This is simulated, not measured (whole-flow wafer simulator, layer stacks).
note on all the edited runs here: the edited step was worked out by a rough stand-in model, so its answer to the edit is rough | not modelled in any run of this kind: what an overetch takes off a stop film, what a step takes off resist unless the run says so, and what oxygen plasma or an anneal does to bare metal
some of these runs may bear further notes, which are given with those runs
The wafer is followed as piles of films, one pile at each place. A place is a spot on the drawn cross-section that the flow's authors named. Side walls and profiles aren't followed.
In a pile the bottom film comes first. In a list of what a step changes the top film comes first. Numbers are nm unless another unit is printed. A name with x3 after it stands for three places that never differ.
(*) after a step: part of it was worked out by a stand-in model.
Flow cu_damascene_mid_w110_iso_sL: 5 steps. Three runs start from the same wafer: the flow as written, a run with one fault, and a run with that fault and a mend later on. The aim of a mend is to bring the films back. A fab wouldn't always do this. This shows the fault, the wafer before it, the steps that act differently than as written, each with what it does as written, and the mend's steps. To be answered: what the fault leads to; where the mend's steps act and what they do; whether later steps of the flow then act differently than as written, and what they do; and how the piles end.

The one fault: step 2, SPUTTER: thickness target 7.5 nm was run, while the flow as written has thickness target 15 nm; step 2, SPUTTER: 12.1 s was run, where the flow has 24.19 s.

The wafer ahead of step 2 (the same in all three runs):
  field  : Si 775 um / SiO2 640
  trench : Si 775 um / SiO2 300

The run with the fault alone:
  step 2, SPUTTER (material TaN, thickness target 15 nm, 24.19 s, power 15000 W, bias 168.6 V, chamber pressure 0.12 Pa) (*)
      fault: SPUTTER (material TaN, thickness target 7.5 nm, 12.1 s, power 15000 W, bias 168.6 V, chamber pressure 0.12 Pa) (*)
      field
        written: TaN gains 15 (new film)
        fault: TaN gains 7.5 (new film)
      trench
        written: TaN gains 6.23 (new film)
        fault: TaN gains 3.12 (new film)
  Later steps of the flow acting differently than as written (2 more steps, not shown, differ only slightly: by at most 2% or 0.5 nm, whichever is larger):
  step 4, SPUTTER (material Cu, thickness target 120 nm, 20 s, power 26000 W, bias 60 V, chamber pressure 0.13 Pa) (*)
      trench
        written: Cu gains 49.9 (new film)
        fault: Cu gains 51.2 (new film)
  By the end, the piles at field, trench depart from the flow's by more than 2% or 0.5 nm, whichever is larger.
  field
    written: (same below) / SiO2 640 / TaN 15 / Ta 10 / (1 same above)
    fault: (same below) / SiO2 640 / TaN 7.5 / Ta 10 / (1 same above)
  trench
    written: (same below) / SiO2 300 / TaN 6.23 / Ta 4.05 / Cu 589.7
    fault: (same below) / SiO2 300 / TaN 3.12 / Ta 4.14 / Cu 585.2

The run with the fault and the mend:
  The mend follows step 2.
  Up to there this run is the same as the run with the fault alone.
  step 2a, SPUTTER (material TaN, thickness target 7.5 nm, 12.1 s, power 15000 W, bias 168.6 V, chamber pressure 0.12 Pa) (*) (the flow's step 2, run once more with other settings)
      field
        TaN gains 7.5
      trench
        TaN gains 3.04
  Every later step of the flow that is run acts as written, at every place that is followed, to within 2% or 0.5 nm, whichever is larger.
  At the end the piles are close to the flow's at the places that both follow, differing by at most 2% or 0.5 nm, whichever is larger.
